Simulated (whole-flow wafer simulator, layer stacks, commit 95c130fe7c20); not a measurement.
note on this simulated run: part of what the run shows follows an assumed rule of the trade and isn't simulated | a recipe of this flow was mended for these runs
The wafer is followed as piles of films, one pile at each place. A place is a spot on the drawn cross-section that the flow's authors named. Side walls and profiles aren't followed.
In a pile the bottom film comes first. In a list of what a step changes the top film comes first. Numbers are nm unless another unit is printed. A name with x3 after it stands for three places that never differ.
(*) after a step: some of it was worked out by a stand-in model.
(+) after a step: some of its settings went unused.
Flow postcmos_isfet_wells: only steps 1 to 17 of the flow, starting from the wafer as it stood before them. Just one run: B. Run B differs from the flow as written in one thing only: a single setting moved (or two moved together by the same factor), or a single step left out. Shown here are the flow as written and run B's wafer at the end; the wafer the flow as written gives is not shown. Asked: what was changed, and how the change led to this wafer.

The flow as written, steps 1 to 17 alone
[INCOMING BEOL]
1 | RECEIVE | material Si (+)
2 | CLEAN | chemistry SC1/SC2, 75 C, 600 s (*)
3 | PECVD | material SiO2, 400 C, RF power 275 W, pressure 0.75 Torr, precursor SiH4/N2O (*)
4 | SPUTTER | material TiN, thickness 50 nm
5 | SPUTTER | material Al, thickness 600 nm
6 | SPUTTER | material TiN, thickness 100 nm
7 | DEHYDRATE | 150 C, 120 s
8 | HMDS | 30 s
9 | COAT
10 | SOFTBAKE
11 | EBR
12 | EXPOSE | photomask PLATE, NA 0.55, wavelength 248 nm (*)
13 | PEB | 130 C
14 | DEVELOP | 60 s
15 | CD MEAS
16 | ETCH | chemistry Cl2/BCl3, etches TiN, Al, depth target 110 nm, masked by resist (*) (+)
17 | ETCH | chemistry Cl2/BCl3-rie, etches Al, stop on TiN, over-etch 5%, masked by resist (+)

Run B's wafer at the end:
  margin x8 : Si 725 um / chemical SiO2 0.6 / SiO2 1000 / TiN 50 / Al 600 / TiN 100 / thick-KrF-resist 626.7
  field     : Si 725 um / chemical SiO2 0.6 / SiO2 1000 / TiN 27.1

What caused this: step 17, ETCH: over-etch 6.2% was run, while the flow as written has over-etch 5%.

Step by step, how the change led to this:
  17 | ETCH | chemistry Cl2/BCl3-rie, etches Al, stop on TiN, over-etch 5%, masked by resist (+)
      field: Al loses 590 (all of it), TiN loses 22.9 (it would be, as written: Al loses 590 (all of it), TiN loses 18.4)
